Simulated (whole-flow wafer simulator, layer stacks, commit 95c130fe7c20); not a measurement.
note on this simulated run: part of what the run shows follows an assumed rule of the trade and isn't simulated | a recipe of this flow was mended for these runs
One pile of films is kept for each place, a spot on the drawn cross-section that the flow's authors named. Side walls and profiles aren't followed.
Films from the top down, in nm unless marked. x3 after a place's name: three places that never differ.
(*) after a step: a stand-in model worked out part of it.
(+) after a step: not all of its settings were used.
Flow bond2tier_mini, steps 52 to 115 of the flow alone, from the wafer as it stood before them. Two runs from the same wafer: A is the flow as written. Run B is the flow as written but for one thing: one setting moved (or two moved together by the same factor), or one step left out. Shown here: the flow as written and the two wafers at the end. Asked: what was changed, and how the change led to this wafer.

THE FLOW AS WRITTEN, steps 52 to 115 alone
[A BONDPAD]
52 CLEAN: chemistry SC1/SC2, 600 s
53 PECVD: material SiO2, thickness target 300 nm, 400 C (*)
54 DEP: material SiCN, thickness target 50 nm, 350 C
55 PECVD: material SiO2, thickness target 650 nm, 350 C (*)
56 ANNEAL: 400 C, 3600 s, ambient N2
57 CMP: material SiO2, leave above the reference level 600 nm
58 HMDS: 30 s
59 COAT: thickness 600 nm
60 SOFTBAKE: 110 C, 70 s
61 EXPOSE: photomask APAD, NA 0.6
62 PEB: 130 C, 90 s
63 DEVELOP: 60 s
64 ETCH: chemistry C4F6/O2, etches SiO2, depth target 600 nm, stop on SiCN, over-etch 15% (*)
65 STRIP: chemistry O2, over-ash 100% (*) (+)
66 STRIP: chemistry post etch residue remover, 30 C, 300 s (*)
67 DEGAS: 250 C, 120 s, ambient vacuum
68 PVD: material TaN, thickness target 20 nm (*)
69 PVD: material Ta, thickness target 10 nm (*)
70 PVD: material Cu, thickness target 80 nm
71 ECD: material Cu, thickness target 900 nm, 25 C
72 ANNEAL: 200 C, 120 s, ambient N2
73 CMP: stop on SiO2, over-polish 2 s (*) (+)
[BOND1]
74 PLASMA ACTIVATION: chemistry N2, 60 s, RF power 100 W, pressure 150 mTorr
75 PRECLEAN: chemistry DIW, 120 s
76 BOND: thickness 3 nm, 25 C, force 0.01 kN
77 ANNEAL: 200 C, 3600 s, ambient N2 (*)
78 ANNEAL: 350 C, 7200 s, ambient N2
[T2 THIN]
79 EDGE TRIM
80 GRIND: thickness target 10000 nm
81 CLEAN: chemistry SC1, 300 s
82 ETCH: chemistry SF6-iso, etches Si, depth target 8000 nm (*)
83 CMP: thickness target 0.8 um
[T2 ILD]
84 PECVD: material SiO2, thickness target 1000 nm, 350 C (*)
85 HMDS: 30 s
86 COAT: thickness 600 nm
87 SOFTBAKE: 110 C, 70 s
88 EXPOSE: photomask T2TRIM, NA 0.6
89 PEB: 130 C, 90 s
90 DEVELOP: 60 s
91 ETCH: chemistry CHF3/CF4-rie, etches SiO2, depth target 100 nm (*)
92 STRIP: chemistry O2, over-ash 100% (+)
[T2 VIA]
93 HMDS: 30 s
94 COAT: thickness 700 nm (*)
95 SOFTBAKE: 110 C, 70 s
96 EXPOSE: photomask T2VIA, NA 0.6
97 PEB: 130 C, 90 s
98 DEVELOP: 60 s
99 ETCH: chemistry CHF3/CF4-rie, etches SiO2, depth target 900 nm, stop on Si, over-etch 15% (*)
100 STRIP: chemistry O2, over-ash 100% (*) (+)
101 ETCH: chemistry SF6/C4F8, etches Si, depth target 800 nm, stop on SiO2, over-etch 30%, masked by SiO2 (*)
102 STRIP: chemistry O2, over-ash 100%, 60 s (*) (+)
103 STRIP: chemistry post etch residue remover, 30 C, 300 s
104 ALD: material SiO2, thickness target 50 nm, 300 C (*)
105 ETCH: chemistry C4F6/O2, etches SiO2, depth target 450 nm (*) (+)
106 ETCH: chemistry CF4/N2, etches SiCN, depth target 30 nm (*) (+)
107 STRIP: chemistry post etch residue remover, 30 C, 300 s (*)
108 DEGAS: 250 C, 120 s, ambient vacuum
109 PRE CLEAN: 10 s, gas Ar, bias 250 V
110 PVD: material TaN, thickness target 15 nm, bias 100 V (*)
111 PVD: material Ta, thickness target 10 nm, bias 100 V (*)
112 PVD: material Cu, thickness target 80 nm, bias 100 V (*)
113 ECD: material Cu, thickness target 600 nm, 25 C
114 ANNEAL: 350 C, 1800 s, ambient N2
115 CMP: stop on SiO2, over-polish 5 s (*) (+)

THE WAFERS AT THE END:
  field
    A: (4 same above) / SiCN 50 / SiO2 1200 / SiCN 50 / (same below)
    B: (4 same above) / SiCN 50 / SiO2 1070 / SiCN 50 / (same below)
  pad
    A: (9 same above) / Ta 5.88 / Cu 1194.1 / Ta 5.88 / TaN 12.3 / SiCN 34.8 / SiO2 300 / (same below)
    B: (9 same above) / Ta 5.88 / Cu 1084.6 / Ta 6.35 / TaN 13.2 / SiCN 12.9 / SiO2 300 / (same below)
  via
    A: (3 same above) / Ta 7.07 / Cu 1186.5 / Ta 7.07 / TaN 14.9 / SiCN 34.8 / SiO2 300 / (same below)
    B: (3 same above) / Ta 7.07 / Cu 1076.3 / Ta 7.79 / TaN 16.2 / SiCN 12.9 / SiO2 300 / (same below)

The cause: step 57, CMP: leave above the reference level 470 nm was run, where the flow has leave above the reference level 600 nm; step 59, COAT: thickness 470 nm was run, where the flow has thickness 600 nm.

How the change led to this, step by step:
  57 CMP: material SiO2, leave above the reference level 600 nm
      field, pad, via: A SiO2 -50 | B SiO2 -180
  59 COAT: thickness 600 nm
      field, pad, via: A thick-KrF-resist +600 (new film) | B thick-KrF-resist +470 (new film)
  62 PEB: 130 C, 90 s
      field, pad, via: A thick-KrF-resist -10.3 | B thick-KrF-resist -7.81
  63 DEVELOP: 60 s
      pad, via: A thick-KrF-resist -589.7 (all of it) | B thick-KrF-resist -462.2 (all of it)
  64 ETCH: chemistry C4F6/O2, etches SiO2, depth target 600 nm, stop on SiCN, over-etch 15% (*)
      pad, via: A SiO2 -600 (all of it), SiCN -15.2 | B SiO2 -470 (all of it), SiCN -37.1
      field: A thick-KrF-resist -115 | B thick-KrF-resist -90.1
  65 STRIP: chemistry O2, over-ash 100% (*) (+)
      field: A thick-KrF-resist -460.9 (all of it) | B thick-KrF-resist -358.4 (all of it)
  68 PVD: material TaN, thickness target 20 nm (*)
      pad: A TaN +12.3 (new film) | B TaN +13.2 (new film)
      via: A TaN +14.9 (new film) | B TaN +16.2 (new film)
  69 PVD: material Ta, thickness target 10 nm (*)
      via: A Ta +7.07 (new film) | B Ta +7.79 (new film)
  70 PVD: material Cu, thickness target 80 nm
      pad: A Cu +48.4 (new film) | B Cu +52 (new film)
      via: A Cu +59 (new film) | B Cu +64.4 (new film)
  71 ECD: material Cu, thickness target 900 nm, 25 C
      pad: A Cu +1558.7 | B Cu +1445.6
      via: A Cu +1544.3 | B Cu +1428.7
